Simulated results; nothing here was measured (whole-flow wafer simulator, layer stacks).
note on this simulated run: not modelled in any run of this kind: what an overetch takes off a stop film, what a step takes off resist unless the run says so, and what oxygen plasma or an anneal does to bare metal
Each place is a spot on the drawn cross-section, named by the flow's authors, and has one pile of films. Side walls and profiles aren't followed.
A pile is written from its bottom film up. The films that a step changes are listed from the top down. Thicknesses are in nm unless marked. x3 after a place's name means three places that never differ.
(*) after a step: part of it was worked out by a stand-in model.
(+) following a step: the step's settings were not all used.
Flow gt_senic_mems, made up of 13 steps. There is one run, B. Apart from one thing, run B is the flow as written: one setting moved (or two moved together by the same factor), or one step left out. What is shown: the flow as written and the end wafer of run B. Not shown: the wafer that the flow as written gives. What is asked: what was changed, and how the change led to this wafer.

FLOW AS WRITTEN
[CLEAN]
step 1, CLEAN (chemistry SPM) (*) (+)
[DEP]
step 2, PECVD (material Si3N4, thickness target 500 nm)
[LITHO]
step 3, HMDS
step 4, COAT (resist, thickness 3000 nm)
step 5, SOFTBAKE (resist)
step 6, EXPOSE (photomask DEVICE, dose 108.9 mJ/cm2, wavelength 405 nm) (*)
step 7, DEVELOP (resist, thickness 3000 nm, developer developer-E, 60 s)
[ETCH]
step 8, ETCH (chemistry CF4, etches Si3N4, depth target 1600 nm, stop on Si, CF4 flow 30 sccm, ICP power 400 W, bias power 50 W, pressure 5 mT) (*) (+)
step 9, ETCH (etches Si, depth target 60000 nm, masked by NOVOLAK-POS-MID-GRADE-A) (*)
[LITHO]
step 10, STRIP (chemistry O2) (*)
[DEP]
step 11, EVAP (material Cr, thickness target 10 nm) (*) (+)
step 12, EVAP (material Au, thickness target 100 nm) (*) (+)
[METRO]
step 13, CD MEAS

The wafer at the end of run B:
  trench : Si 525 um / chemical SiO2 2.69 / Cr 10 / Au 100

What caused this: step 9, ETCH: etches Si, depth target 60000 nm, masked by NOVOLAK-POS-MID-GRADE-A (*), was skipped.

The path from the change to this, step by step:
  step 10, STRIP (chemistry O2) (*)
      field: resist loses 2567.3 (all of it) (in the flow as written it would be: resist loses 1817.3 (all of it))
  step 11, EVAP (material Cr, thickness target 10 nm) (*) (+)
      trench: Cr gains 10 (new film) (in the flow as written it would be: Cr gains 6.45 (new film))
  step 12, EVAP (material Au, thickness target 100 nm) (*) (+)
      trench: Au gains 100 (new film) (in the flow as written it would be: Au gains 64.1 (new film))
